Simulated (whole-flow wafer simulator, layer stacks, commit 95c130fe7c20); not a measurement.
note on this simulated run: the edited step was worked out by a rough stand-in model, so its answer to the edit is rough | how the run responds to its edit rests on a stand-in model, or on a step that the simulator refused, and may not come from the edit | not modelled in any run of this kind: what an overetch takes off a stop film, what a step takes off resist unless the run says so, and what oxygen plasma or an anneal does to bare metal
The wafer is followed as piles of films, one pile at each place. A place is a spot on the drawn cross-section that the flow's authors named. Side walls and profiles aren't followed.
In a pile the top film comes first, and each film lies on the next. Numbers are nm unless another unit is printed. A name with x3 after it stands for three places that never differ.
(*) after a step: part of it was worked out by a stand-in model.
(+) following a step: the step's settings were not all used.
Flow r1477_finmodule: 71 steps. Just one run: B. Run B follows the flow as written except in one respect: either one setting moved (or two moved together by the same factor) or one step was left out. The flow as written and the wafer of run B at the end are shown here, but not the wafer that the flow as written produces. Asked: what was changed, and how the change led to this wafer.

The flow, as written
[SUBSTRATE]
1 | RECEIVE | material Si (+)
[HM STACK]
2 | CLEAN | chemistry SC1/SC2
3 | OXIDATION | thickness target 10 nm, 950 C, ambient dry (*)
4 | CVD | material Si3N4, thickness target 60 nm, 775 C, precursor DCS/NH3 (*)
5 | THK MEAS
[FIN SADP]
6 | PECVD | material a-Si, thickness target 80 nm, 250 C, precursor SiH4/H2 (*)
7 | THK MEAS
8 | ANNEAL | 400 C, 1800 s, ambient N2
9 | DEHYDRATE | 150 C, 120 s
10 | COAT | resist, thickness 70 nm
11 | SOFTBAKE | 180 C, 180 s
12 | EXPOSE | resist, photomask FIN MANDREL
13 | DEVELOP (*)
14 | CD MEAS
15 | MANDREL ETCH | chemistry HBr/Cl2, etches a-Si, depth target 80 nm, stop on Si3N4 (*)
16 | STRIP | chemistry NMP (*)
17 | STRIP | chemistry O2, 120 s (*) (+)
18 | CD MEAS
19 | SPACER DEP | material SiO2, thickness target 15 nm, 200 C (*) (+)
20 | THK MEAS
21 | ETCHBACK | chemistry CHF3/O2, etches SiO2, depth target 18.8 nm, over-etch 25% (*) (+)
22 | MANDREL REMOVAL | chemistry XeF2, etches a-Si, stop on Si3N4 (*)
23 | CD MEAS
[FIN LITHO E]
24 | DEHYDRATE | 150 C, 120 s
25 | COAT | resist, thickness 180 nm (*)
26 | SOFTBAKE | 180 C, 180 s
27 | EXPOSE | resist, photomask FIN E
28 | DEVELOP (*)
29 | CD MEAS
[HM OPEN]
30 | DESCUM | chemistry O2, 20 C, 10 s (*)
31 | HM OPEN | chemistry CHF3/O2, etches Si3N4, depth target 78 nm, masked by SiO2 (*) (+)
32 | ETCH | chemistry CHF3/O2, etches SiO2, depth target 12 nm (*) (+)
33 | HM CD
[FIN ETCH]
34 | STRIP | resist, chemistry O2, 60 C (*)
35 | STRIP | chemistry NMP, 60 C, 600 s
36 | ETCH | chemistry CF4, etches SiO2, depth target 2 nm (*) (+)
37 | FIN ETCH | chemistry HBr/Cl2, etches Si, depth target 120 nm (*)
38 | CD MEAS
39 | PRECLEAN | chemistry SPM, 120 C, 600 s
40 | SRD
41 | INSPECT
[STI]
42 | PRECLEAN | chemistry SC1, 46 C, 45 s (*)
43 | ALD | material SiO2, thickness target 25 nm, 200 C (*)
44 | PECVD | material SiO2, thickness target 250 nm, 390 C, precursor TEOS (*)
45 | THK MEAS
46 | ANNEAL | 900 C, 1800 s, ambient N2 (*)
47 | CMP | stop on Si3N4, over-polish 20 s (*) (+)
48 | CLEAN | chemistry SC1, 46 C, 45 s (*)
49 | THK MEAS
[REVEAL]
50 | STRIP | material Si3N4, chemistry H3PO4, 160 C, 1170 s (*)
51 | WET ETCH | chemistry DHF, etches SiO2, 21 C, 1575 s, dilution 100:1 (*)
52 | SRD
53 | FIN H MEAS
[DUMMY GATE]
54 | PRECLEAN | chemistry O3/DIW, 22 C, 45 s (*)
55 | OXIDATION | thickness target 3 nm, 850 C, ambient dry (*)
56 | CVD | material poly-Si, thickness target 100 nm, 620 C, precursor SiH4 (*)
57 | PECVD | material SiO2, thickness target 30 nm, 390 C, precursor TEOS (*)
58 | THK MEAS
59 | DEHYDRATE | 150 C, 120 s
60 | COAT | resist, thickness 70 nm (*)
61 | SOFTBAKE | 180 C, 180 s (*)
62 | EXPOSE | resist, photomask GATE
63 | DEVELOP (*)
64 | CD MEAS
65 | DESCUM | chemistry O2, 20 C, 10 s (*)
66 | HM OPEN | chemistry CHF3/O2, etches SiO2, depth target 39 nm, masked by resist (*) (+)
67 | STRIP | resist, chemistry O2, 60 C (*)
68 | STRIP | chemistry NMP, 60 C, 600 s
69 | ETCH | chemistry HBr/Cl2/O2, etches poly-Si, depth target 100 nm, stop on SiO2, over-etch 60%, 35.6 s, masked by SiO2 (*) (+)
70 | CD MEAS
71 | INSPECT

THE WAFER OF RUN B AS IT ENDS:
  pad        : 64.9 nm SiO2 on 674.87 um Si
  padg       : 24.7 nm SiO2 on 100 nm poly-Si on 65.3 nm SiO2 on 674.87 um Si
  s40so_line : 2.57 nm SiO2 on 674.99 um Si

The reason: step 44, PECVD: thickness target 135 nm was run, though the flow has thickness target 250 nm.

How this came from the change, step by step:
  44 | PECVD | material SiO2, thickness target 250 nm, 390 C, precursor TEOS (*)
      pad, padg, elg and 33 more: SiO2 gains 135 (it would be, as written: SiO2 gains 250)
  46 | ANNEAL | 900 C, 1800 s, ambient N2 (*)
      pad, padg, elg and 33 more: SiO2 loses 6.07 (it would be, as written: SiO2 loses 11.2)
  47 | CMP | stop on Si3N4, over-polish 20 s (*) (+)
      pad, padg, e40sg and 11 more: nothing (it would be, as written: SiO2 loses 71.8)
      eso: nothing (it would be, as written: SiO2 loses 72.4)
      (and at 21 other places as well)
  60 | COAT | resist, thickness 70 nm (*)
      e40lg, e100lg, e200lg, elo, e40lo, e100lo, e200lo: resist gains 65 (new film) (it would be, as written: resist gains 66.9 (new film))
      e40sg, e40so: resist gains 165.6 (new film) (it would be, as written: resist gains 129.5 (new film))
      (and at 17 other places as well)
  63 | DEVELOP (*)
      elo, e40lo, e100lo, e200lo: resist loses 65 (all of it) (it would be, as written: resist loses 66.9 (all of it))
      eso: resist loses 165 (all of it) (it would be, as written: resist loses 129.5 (all of it))
      (and at 9 other places as well)
  67 | STRIP | resist, chemistry O2, 60 C (*)
      e40lg, e100lg, e200lg: resist loses 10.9 (all of it) (it would be, as written: resist loses 12.8 (all of it))
      e40sg: resist loses 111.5 (all of it) (it would be, as written: resist loses 75.4 (all of it))
      (and at 11 other places as well)
